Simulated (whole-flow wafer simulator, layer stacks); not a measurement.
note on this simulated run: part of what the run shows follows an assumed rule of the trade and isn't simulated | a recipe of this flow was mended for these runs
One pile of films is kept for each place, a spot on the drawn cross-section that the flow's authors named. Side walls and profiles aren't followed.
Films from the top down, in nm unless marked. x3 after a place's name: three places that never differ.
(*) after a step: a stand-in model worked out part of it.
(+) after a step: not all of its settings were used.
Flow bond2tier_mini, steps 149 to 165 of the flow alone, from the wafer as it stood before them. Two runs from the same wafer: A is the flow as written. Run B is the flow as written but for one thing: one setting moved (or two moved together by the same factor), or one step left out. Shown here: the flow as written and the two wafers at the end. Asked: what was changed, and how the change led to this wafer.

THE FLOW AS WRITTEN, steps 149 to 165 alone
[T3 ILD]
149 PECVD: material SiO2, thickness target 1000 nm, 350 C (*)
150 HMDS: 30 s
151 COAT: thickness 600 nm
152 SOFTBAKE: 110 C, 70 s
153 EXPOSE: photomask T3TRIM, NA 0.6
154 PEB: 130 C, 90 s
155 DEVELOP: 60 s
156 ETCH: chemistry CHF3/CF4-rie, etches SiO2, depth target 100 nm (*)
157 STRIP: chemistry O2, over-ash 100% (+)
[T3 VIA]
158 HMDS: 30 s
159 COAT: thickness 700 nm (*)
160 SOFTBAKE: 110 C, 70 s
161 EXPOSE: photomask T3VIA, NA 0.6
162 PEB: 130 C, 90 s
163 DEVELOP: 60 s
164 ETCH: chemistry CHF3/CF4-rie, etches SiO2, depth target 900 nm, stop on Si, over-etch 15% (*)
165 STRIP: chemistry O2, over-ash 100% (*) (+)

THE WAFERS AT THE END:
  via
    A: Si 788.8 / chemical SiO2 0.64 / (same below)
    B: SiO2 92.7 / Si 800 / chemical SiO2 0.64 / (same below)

The cause: step 164, ETCH: depth target 702 nm was run, where the flow has depth target 900 nm.

How the change led to this, step by step:
  164 ETCH: chemistry CHF3/CF4-rie, etches SiO2, depth target 900 nm, stop on Si, over-etch 15% (*)
      via: A SiO2 -900 (all of it), Si -11.2 | B SiO2 -807.3
      field, pad: A thick-KrF-resist -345 | B thick-KrF-resist -269.1
  165 STRIP: chemistry O2, over-ash 100% (*) (+)
      field: A thick-KrF-resist -286.6 (all of it) | B thick-KrF-resist -362.5 (all of it)
      pad: A thick-KrF-resist -372.9 (all of it) | B thick-KrF-resist -448.8 (all of it)
